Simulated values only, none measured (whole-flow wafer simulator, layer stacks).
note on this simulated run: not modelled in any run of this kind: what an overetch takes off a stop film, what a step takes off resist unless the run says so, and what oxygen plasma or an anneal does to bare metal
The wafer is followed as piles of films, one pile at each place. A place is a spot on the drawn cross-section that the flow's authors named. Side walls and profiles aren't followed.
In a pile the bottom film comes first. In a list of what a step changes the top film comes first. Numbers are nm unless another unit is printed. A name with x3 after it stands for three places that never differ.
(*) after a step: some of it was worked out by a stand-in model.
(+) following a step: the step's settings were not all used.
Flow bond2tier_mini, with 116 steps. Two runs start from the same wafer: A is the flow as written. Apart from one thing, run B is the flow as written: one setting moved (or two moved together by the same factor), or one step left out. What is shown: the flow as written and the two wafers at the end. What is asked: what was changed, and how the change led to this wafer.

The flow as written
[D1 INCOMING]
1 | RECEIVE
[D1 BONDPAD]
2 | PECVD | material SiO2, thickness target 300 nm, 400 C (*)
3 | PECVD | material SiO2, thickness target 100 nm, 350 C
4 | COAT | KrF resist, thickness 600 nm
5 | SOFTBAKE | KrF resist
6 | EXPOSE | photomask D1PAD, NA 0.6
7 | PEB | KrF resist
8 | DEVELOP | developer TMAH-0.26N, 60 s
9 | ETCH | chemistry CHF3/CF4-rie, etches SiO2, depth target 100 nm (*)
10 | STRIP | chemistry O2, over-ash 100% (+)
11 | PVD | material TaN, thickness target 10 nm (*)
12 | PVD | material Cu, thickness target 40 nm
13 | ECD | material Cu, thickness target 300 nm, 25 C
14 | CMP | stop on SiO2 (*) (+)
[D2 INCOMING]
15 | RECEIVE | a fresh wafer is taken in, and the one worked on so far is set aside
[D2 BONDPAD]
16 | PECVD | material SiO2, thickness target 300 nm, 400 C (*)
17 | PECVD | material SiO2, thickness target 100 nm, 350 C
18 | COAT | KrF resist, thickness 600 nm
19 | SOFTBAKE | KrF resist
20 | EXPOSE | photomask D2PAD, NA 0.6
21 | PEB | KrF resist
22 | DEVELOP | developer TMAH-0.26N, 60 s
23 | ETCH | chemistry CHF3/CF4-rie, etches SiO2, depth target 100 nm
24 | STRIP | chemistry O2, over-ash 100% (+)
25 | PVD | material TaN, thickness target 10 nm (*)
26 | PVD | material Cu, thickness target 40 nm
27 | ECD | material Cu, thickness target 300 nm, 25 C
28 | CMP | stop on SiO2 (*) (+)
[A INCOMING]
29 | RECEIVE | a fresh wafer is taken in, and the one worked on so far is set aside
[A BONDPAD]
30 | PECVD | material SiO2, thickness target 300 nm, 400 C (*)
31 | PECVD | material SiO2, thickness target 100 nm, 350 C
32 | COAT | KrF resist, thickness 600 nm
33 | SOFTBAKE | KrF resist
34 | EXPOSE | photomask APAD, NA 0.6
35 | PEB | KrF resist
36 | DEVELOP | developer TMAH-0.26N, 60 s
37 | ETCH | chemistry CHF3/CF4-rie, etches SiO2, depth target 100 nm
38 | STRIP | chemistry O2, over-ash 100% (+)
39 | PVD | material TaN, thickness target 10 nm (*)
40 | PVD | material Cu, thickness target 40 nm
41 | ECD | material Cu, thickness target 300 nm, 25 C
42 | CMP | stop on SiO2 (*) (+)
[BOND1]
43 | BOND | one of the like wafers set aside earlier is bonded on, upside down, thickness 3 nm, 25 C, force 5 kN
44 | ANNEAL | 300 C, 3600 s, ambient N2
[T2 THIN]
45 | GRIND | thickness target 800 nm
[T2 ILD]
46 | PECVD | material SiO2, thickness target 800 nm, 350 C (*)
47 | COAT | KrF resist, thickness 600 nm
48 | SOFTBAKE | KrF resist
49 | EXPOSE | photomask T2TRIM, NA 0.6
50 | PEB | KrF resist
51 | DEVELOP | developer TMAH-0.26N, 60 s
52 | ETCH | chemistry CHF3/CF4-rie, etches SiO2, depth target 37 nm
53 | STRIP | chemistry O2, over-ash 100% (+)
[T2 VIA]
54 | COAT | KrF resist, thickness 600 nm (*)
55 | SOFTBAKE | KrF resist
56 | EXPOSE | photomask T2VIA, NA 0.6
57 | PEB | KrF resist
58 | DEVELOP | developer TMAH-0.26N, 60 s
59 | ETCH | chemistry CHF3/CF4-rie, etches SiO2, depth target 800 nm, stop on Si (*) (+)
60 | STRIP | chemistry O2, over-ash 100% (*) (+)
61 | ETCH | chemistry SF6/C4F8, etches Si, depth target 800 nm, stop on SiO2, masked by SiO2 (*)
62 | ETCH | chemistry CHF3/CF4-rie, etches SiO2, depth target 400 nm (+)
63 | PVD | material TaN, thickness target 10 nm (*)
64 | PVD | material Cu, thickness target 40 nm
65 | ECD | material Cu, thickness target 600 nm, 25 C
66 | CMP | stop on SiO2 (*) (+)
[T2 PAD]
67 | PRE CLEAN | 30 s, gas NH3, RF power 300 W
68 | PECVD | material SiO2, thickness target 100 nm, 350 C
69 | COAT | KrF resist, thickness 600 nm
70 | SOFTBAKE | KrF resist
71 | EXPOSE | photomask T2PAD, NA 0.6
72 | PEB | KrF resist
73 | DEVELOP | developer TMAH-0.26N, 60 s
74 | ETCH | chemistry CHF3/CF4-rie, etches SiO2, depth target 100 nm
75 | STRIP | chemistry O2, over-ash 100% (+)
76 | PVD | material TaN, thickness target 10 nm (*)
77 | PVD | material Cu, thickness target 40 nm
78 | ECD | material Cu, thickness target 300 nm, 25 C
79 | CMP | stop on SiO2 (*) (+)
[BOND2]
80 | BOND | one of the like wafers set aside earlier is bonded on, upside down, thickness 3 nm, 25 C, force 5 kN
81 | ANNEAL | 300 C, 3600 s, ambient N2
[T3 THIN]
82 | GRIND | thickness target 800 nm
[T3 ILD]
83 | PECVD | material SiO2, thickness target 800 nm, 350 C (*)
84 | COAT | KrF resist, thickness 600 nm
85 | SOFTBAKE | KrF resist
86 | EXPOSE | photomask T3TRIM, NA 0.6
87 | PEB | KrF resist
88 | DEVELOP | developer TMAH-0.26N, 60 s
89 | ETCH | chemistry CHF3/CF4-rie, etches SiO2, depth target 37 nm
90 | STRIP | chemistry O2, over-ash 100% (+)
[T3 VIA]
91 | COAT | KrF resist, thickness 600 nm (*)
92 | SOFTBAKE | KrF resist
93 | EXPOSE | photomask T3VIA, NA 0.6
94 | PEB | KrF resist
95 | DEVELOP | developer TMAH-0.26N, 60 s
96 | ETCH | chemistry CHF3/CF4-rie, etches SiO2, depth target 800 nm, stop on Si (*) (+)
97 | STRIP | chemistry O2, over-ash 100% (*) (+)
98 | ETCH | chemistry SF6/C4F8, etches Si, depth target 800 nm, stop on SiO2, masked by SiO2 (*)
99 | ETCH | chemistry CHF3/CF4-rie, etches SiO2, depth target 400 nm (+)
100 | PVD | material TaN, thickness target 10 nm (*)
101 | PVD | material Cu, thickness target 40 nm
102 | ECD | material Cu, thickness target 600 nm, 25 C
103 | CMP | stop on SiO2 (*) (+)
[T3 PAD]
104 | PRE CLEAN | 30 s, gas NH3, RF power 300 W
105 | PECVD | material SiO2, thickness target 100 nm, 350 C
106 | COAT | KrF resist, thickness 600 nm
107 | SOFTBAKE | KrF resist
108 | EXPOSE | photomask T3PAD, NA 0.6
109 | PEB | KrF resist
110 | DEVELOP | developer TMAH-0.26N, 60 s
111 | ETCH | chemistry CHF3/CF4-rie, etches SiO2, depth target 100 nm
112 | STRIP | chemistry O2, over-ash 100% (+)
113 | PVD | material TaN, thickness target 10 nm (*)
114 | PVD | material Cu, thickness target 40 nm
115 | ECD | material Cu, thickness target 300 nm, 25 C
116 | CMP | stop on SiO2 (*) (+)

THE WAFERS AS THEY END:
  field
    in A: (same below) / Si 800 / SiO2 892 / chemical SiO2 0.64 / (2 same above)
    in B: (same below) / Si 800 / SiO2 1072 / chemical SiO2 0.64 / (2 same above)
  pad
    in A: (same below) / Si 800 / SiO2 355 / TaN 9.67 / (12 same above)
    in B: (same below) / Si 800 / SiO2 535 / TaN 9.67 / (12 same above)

The reason: step 62, ETCH: depth target 220 nm was run, whereas the flow has depth target 400 nm.

The path from the change to this, step by step:
  62 | ETCH | chemistry CHF3/CF4-rie, etches SiO2, depth target 400 nm (+)
      field, pad: A -400 SiO2 | B -220 SiO2
